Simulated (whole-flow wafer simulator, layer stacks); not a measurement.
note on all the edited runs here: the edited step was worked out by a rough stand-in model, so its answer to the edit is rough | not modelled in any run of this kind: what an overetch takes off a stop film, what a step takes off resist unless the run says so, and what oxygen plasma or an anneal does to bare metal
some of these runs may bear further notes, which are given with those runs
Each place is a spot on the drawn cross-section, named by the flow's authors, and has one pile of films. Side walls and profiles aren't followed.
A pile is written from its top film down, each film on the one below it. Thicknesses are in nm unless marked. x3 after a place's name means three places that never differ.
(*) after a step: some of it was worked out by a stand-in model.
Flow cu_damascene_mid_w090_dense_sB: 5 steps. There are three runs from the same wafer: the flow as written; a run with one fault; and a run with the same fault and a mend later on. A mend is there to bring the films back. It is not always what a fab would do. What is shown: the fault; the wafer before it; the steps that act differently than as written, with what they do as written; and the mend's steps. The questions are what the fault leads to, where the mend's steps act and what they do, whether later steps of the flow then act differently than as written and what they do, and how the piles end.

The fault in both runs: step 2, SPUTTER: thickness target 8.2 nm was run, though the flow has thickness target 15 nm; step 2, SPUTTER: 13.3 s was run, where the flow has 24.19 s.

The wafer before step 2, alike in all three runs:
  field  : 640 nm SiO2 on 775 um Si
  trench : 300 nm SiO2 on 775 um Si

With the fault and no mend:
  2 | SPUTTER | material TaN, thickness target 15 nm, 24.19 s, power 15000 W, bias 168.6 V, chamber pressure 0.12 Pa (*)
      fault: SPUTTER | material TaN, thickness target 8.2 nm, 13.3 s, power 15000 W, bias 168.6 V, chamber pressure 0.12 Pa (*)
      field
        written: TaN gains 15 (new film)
        fault: TaN gains 8.2 (new film)
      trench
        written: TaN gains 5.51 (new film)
        fault: TaN gains 3.01 (new film)
  Steps further on in the flow that do not act as written (not shown: 2 more steps that differ only slightly, by at most 2% or 0.5 nm, whichever is larger):
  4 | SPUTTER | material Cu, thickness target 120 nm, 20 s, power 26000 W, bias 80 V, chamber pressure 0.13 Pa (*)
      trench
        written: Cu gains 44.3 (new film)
        fault: Cu gains 45.4 (new film)
  At field, trench, the piles at the end differ from the flow's by more than 2% or 0.5 nm, whichever is larger.
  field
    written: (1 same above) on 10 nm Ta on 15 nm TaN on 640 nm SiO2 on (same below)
    fault: (1 same above) on 10 nm Ta on 8.2 nm TaN on 640 nm SiO2 on (same below)
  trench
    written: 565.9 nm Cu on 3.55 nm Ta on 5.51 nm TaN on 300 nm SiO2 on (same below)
    fault: 561.5 nm Cu on 3.65 nm Ta on 3.01 nm TaN on 300 nm SiO2 on (same below)

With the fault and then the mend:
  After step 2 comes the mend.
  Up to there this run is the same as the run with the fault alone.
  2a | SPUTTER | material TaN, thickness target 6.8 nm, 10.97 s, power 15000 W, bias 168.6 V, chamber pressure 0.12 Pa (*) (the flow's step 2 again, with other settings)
      field
        TaN gains 6.8
      trench
        TaN gains 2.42
  None of the later steps of the flow differs from how it acts as written, at any place that is followed, by more than 2% or 0.5 nm, whichever is larger.
  When the end is reached, the piles differ only a little from the flow's at the places that both follow, at most by 2% or 0.5 nm, whichever is larger.
